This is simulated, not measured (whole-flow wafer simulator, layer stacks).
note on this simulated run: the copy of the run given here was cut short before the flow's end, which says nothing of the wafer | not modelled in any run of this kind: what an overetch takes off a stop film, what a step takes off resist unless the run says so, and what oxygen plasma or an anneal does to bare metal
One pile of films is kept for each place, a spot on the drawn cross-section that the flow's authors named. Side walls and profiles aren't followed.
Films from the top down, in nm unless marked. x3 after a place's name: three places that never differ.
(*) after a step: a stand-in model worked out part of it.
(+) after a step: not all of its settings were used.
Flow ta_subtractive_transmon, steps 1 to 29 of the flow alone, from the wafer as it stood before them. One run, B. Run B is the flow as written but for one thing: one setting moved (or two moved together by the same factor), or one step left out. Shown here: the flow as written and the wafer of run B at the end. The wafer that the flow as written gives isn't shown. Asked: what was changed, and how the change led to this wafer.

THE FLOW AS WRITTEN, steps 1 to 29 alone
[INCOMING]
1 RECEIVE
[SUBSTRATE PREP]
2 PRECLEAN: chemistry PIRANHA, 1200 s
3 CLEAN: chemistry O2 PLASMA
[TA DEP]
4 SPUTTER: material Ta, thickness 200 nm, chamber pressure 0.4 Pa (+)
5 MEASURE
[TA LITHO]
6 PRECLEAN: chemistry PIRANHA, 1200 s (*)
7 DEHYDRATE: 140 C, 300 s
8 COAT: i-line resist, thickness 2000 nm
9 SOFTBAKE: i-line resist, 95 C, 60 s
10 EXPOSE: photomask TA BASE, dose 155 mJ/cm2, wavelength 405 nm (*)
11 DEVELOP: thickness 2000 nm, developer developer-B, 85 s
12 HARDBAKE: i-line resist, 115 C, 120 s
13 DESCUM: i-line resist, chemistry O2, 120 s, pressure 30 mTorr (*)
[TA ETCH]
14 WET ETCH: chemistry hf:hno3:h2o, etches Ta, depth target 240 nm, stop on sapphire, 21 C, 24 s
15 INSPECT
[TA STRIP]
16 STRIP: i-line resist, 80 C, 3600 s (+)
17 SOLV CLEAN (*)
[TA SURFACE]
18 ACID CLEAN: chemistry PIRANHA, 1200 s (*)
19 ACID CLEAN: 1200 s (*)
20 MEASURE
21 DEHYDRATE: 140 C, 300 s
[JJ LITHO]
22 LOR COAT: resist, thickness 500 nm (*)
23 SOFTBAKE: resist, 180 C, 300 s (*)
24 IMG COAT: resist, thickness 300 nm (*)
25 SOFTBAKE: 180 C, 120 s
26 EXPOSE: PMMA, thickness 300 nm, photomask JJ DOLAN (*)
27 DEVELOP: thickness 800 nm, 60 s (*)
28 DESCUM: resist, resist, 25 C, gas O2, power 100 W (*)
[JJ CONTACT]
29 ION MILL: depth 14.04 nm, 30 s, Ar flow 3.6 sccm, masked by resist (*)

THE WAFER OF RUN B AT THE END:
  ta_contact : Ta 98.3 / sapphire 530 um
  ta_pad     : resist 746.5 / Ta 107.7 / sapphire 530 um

The cause: step 4, SPUTTER: thickness 108 nm was run, where the flow has thickness 200 nm.

How the change led to this, step by step:
  4 SPUTTER: material Ta, thickness 200 nm, chamber pressure 0.4 Pa (+)
      field x2, jj_line, lead, ta_contact, ta_pad: Ta +108 (new film) (as written it would be: Ta +200 (new film))
  14 WET ETCH: chemistry hf:hno3:h2o, etches Ta, depth target 240 nm, stop on sapphire, 21 C, 24 s
      field x2, jj_line, lead: Ta -108 (all of it) (as written it would be: Ta -200 (all of it))
  22 LOR COAT: resist, thickness 500 nm (*)
      lead: resist +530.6 (new film) (as written it would be: resist +554.8 (new film))
      ta_contact: resist +468.4 (new film) (as written it would be: resist +443.8 (new film))
  24 IMG COAT: resist, thickness 300 nm (*)
      ta_contact: resist +293.4 (as written it would be: resist +287.4)
      ta_pad: resist +289.7 (as written it would be: resist +281.3)
  27 DEVELOP: thickness 800 nm, 60 s (*)
      lead: resist -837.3 (all of it) (as written it would be: resist -867.4 (all of it))
      ta_contact: resist -761.8 (all of it) (as written it would be: resist -731.2 (all of it))
